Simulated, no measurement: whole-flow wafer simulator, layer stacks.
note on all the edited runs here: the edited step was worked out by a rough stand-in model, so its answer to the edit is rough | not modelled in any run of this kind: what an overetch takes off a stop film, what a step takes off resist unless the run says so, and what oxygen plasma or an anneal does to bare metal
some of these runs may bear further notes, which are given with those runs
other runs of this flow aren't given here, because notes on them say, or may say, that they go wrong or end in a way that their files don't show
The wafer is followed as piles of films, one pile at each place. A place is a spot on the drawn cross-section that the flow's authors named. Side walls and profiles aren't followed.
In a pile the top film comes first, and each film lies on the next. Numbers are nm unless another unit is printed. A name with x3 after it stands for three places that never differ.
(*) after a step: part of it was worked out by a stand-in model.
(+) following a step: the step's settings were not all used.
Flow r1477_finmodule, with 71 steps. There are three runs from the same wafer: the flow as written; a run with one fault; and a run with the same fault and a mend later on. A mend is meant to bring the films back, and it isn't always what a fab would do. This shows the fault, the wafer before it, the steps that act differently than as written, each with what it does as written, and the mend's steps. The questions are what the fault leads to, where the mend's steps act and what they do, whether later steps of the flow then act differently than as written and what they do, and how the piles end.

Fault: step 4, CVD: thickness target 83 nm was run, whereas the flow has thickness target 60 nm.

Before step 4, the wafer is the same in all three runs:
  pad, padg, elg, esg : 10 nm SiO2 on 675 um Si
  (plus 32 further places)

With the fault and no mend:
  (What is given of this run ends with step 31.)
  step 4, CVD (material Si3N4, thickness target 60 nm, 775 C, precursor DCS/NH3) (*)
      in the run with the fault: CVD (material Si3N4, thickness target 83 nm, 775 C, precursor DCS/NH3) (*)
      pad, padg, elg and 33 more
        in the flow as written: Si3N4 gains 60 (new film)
        in the run with the fault: Si3N4 gains 83 (new film)
  Steps later in the flow that act otherwise than as written:
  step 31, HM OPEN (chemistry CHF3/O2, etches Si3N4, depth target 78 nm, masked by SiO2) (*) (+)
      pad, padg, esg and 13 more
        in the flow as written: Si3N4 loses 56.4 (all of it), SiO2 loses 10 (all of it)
        in the run with the fault: Si3N4 loses 78
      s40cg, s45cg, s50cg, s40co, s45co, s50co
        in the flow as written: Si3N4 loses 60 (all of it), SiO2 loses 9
        in the run with the fault: Si3N4 loses 78
  Once step 31 is done, the piles at pad, padg, elg and 33 more depart from the flow's by more than 2% or 0.5 nm, whichever is larger.
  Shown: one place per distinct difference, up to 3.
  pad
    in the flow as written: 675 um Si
    in the run with the fault: 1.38 nm Si3N4 on 10 nm SiO2 on 675 um Si
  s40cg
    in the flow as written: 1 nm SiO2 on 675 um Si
    in the run with the fault: 5 nm Si3N4 on 10 nm SiO2 on 675 um Si
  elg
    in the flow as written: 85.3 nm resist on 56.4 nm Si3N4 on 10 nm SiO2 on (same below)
    in the run with the fault: 85.3 nm resist on 79.4 nm Si3N4 on 10 nm SiO2 on (same below)

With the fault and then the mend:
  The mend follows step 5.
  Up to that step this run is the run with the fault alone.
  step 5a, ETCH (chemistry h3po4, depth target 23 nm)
      pad, padg, elg and 33 more
        Si3N4 loses 23
  None of the later steps of the flow acts differently than as written at any place that is followed.
  The piles end the same as the flow's at every place that both follow.
